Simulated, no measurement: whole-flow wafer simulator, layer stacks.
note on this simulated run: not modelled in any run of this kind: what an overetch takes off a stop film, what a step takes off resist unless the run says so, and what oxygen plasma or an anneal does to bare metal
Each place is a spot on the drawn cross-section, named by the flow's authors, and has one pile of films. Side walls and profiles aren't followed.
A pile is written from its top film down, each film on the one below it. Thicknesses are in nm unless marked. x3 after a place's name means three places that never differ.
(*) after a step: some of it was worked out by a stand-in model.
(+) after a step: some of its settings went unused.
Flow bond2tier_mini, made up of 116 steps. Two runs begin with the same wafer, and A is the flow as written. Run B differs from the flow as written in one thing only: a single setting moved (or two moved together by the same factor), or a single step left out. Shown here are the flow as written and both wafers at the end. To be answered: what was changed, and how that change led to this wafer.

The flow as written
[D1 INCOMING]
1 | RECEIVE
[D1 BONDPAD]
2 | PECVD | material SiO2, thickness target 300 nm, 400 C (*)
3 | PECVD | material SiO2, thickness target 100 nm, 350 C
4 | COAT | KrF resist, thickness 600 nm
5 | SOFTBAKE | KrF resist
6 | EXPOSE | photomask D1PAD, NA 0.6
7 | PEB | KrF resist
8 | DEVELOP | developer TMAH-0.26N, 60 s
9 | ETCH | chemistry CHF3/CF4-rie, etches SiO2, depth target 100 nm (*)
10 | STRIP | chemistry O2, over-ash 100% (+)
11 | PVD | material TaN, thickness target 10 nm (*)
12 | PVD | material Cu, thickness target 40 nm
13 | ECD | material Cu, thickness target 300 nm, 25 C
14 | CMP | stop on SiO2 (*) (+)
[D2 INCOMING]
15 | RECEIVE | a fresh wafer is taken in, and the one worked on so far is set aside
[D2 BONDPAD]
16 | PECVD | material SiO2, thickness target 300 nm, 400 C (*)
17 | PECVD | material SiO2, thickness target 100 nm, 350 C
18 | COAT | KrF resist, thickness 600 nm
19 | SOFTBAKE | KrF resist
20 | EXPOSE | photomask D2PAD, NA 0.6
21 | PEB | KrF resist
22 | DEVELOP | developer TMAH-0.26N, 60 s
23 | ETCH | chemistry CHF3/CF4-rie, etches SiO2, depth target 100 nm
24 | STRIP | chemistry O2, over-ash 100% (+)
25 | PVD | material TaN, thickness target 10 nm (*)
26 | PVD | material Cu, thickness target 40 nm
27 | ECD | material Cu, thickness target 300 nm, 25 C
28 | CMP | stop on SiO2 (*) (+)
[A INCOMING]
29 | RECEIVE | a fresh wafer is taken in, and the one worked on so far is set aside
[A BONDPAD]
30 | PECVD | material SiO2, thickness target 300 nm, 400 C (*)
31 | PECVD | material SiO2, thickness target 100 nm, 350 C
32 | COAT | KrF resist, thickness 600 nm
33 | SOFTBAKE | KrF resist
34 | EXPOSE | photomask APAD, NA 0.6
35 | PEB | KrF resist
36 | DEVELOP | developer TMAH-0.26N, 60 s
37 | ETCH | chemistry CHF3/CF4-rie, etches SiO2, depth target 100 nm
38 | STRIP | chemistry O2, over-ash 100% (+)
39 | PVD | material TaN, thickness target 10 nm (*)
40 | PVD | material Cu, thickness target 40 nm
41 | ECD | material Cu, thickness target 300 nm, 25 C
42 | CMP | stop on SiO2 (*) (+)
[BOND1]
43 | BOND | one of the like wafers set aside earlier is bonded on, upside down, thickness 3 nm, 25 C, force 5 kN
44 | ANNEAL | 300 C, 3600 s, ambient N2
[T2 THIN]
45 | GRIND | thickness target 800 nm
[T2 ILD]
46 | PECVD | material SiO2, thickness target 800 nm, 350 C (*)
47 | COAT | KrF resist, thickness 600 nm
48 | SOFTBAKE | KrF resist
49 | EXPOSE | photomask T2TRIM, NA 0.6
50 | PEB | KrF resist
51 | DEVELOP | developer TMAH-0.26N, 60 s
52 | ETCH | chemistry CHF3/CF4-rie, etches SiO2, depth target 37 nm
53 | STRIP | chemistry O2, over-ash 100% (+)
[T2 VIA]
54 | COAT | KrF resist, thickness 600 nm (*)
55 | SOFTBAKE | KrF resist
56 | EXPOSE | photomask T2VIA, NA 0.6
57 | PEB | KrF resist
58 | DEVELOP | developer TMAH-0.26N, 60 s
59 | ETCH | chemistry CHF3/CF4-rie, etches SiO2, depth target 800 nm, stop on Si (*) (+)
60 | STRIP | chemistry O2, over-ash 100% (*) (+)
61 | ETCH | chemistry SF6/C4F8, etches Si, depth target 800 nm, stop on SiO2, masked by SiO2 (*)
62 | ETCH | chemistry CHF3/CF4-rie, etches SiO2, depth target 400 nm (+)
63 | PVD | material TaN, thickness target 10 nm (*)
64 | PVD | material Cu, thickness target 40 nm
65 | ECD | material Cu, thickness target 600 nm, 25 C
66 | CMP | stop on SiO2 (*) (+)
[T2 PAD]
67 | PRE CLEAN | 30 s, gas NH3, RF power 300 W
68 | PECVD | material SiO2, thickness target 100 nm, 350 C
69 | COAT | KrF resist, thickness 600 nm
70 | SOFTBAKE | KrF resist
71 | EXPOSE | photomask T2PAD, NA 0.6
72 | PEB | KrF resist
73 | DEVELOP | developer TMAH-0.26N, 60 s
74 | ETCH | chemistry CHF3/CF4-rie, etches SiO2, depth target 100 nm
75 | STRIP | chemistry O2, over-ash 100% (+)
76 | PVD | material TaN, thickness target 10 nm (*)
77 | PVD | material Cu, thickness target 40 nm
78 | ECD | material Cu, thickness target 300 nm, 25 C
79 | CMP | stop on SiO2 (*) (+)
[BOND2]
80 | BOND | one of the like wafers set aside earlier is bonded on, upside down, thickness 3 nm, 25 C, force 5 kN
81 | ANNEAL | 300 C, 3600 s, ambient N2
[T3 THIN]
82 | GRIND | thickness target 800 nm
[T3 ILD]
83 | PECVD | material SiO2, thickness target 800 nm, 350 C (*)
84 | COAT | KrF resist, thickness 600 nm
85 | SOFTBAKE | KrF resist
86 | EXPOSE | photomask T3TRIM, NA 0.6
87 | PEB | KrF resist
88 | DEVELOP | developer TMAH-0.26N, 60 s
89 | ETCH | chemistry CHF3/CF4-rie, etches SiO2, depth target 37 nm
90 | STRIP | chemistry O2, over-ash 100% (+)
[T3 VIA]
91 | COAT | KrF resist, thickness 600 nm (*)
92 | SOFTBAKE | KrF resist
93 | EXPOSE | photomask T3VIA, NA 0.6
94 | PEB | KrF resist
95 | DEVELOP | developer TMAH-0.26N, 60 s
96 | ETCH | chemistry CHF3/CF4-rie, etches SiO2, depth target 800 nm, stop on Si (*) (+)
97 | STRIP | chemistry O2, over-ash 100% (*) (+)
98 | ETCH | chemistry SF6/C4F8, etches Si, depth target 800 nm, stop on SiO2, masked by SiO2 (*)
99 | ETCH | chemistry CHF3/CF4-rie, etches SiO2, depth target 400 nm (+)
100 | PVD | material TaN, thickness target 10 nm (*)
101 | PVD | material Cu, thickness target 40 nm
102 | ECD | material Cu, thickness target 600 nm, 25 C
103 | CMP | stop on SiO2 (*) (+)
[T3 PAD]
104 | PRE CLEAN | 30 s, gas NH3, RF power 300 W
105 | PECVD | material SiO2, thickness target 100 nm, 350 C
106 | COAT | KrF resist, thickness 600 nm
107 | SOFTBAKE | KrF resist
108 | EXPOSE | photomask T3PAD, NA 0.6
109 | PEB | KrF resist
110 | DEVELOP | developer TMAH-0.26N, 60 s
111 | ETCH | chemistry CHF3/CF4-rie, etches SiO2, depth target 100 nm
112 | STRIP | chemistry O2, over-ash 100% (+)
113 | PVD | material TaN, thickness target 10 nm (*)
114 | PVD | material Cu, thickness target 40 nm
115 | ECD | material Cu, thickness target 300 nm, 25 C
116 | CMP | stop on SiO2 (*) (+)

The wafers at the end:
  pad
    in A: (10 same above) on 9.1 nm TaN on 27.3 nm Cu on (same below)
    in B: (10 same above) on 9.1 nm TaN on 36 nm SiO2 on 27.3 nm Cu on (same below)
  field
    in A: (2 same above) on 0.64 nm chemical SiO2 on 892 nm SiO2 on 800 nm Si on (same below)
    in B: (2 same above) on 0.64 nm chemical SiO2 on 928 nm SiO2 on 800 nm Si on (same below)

What caused this: step 68, PECVD: thickness target 136 nm was run, though the flow has thickness target 100 nm.

Step by step, how the change led to this:
  68 | PECVD | material SiO2, thickness target 100 nm, 350 C
      field: A +100 SiO2 | B +136 SiO2
      pad: A +100 SiO2 (new film) | B +136 SiO2 (new film)
  74 | ETCH | chemistry CHF3/CF4-rie, etches SiO2, depth target 100 nm
      pad: A -100 SiO2 (all of it) | B -100 SiO2
If metal films that touch count as one body, pad has 4 bodies (between them, from the top down: SiO2 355 / Si 800 / chemical SiO2 0.64 / SiO2 300; SiO2 36; SiO2 355 / Si 800 / chemical SiO2 0.64 / SiO2 300); the flow as written gives 3 bodies (between them, from the top down: SiO2 355 / Si 800 / chemical SiO2 0.64 / SiO2 300; SiO2 355 / Si 800 / chemical SiO2 0.64 / SiO2 300).
